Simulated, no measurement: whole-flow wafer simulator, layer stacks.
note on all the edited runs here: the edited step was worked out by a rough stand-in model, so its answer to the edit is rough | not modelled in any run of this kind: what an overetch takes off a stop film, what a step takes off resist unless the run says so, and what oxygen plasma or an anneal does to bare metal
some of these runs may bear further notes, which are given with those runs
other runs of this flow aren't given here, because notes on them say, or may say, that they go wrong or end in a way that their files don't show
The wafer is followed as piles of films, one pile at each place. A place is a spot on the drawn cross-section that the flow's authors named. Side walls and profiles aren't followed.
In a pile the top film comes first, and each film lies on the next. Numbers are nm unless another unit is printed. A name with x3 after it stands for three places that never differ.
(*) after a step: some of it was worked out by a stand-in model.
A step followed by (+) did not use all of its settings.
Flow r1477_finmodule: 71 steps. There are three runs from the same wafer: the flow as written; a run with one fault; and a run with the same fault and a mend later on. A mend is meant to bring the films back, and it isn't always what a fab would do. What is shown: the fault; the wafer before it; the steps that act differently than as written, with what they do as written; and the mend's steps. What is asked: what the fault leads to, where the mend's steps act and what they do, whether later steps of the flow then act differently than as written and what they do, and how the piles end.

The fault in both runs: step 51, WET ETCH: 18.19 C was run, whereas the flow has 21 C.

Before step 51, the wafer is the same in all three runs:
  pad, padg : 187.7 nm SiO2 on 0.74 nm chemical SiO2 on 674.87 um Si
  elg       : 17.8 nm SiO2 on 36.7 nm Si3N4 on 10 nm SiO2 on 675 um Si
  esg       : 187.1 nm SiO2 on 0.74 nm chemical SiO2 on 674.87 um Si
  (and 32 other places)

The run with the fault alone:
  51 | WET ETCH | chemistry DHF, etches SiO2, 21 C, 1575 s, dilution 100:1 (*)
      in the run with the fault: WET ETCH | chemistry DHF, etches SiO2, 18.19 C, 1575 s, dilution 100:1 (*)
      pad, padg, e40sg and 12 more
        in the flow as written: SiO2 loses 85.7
        in the run with the fault: SiO2 loses 76.3
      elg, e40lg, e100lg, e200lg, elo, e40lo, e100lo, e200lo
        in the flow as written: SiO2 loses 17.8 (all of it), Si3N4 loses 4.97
        in the run with the fault: SiO2 loses 17.8 (all of it), Si3N4 loses 3.95
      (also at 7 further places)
  Later steps of the flow acting differently than as written (1 other step is not shown; it differs only slightly, by no more than 2% or 0.5 nm, whichever is larger):
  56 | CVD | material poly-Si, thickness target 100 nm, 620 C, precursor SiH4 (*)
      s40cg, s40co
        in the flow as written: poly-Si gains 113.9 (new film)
        in the run with the fault: poly-Si gains 105.3 (new film)
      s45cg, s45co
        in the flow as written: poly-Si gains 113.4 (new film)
        in the run with the fault: poly-Si gains 104.7 (new film)
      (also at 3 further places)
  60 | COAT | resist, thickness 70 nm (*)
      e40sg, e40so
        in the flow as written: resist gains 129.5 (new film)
        in the run with the fault: resist gains 121.6 (new film)
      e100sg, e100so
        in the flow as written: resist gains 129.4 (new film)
        in the run with the fault: resist gains 121.5 (new film)
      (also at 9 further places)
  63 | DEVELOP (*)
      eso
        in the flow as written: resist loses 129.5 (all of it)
        in the run with the fault: resist loses 121.5 (all of it)
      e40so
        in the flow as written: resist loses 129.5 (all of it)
        in the run with the fault: resist loses 121.6 (all of it)
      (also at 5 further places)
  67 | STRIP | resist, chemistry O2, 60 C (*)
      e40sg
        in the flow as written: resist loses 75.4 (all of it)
        in the run with the fault: resist loses 67.4 (all of it)
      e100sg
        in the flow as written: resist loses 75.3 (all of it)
        in the run with the fault: resist loses 67.4 (all of it)
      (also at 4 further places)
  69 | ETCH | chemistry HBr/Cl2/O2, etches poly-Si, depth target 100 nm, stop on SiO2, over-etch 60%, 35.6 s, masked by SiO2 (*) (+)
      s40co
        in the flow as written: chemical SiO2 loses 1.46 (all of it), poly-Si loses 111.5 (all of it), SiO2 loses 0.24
        in the run with the fault: chemical SiO2 loses 1.42 (all of it), poly-Si loses 102.9 (all of it), SiO2 loses 0.29
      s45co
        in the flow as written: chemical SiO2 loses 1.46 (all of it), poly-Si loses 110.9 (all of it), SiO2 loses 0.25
        in the run with the fault: chemical SiO2 loses 1.42 (all of it), poly-Si loses 102.3 (all of it), SiO2 loses 0.29
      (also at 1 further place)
  The piles end different from the flow's at pad, padg, elg and 27 more by more than 2% or 0.5 nm, whichever is larger.
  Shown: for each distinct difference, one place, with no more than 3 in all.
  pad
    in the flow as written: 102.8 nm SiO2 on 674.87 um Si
    in the run with the fault: 112.2 nm SiO2 on 674.87 um Si
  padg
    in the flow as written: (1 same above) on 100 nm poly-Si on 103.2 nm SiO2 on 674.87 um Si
    in the run with the fault: (1 same above) on 100 nm poly-Si on 112.6 nm SiO2 on 674.87 um Si
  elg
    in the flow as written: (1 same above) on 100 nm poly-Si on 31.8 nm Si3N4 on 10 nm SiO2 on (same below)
    in the run with the fault: (1 same above) on 100 nm poly-Si on 32.8 nm Si3N4 on 10 nm SiO2 on (same below)

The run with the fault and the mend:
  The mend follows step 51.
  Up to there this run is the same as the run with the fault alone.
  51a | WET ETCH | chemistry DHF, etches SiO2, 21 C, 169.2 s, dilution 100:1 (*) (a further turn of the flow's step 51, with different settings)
      pad, padg, e40sg and 12 more
        SiO2 loses 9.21
      elg, e40lg, e100lg, e200lg, elo, e40lo, e100lo, e200lo
        Si3N4 loses 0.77
      esg, s40cg, s45cg, s50cg, s40co, s45co, s50co
        SiO2 loses 8.5
  None of the later steps of the flow differs from how it acts as written, at any place that is followed, by more than 2% or 0.5 nm, whichever is larger.
  When the end is reached, the piles differ only a little from the flow's at the places that both follow, at most by 2% or 0.5 nm, whichever is larger.
